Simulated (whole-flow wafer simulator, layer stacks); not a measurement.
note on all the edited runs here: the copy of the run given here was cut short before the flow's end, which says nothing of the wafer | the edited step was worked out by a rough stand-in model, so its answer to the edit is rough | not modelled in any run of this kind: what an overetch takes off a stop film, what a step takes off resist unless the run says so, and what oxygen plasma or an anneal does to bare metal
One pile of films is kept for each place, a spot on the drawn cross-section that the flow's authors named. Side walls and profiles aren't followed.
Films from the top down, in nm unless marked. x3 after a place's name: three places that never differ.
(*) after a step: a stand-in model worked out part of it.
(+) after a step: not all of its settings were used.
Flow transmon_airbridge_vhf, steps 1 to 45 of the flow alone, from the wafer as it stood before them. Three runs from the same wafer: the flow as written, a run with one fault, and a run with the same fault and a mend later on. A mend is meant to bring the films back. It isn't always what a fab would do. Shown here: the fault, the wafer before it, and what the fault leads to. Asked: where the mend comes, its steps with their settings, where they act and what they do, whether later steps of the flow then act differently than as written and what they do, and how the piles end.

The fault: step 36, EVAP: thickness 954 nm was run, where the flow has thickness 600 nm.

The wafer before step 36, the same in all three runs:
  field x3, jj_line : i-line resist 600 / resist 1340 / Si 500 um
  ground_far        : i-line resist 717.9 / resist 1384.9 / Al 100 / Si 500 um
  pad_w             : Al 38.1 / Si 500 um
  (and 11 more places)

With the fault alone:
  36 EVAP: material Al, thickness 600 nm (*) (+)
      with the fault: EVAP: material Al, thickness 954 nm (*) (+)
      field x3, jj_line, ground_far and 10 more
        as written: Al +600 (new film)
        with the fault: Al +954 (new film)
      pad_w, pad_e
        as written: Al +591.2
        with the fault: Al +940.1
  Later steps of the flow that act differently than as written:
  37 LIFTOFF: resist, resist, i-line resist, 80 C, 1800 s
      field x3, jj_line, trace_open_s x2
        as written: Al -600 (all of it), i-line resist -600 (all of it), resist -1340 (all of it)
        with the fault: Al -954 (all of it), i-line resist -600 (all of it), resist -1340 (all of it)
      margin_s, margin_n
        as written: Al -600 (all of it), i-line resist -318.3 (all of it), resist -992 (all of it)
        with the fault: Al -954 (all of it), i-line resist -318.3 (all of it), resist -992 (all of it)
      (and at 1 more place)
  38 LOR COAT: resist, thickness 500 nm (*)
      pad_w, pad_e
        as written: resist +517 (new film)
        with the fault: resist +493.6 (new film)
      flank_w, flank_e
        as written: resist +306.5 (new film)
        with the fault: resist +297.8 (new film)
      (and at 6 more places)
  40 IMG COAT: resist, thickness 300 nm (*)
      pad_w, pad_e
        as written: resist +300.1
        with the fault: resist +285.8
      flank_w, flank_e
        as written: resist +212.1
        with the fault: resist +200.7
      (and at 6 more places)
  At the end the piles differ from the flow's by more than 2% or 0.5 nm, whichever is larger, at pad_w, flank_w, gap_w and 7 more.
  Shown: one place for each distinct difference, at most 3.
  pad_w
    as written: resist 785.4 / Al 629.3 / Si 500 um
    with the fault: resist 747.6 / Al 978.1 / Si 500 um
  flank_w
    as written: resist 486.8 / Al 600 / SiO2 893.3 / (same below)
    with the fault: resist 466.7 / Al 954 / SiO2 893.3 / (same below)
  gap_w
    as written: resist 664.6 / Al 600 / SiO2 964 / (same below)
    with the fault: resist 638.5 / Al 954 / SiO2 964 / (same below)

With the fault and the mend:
  The mend comes after step 36.
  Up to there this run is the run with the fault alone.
  36a METAL ETCH: etches Al, depth 354 nm (the flow's step 11 once more, with other settings)
      field x3, jj_line, ground_far and 12 more
        Al -354
  No later step of the flow acts differently than as written, at any place that is followed, by more than 2% or 0.5 nm, whichever is larger.
  At the end the piles differ from the flow's only slightly at the places that both follow, by at most 2% or 0.5 nm, whichever is larger.
